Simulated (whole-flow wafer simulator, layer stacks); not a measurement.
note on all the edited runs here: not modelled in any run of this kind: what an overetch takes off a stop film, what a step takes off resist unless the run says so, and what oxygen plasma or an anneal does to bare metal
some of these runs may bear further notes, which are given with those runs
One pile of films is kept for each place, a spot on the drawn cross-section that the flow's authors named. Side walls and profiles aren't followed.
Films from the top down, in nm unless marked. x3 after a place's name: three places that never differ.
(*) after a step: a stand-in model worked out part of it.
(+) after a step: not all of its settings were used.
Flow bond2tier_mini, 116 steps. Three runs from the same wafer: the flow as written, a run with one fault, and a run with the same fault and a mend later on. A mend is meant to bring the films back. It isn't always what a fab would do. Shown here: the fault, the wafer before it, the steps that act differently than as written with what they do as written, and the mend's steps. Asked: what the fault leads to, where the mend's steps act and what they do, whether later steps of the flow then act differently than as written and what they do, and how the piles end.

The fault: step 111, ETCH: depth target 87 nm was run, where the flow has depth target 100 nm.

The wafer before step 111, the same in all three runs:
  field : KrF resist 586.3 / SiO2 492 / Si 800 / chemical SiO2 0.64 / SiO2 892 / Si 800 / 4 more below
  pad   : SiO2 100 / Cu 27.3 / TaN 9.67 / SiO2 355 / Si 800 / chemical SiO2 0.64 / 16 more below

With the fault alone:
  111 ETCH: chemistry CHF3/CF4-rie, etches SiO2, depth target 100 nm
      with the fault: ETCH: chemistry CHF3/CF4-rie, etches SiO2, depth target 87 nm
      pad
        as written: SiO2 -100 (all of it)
        with the fault: SiO2 -87
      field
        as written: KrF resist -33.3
        with the fault: KrF resist -29
  Later steps of the flow that act differently than as written (3 more steps differ only slightly, by at most 2% or 0.5 nm, whichever is larger, and aren't shown):
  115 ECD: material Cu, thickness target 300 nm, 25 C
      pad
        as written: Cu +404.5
        with the fault: Cu +390.9
  At the end the piles differ from the flow's by more than 2% or 0.5 nm, whichever is larger, at pad.
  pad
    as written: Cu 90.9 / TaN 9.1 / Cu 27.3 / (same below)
    with the fault: Cu 77.8 / TaN 9.22 / SiO2 13 / Cu 27.3 / (same below)

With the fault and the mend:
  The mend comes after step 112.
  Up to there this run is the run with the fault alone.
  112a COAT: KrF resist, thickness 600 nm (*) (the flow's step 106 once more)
      field
        KrF resist +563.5 (new film)
      pad
        KrF resist +638.2 (new film)
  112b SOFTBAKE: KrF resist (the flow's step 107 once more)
      changes no film at any place that is followed
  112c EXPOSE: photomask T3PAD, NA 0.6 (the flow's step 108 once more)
      changes no film at any place that is followed
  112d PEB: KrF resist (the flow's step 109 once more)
      changes no film at any place that is followed
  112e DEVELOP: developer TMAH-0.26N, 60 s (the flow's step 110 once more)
      field
        KrF resist -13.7
      pad
        KrF resist -638.2 (all of it)
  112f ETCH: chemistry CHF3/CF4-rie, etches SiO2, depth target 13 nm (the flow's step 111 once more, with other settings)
      field
        KrF resist -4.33
      pad
        SiO2 -13 (all of it)
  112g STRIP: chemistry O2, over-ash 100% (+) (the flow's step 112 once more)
      field
        KrF resist -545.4 (all of it)
  No later step of the flow acts differently than as written at any place that is followed.
  At the end the piles are the same as the flow's at every place that both follow.
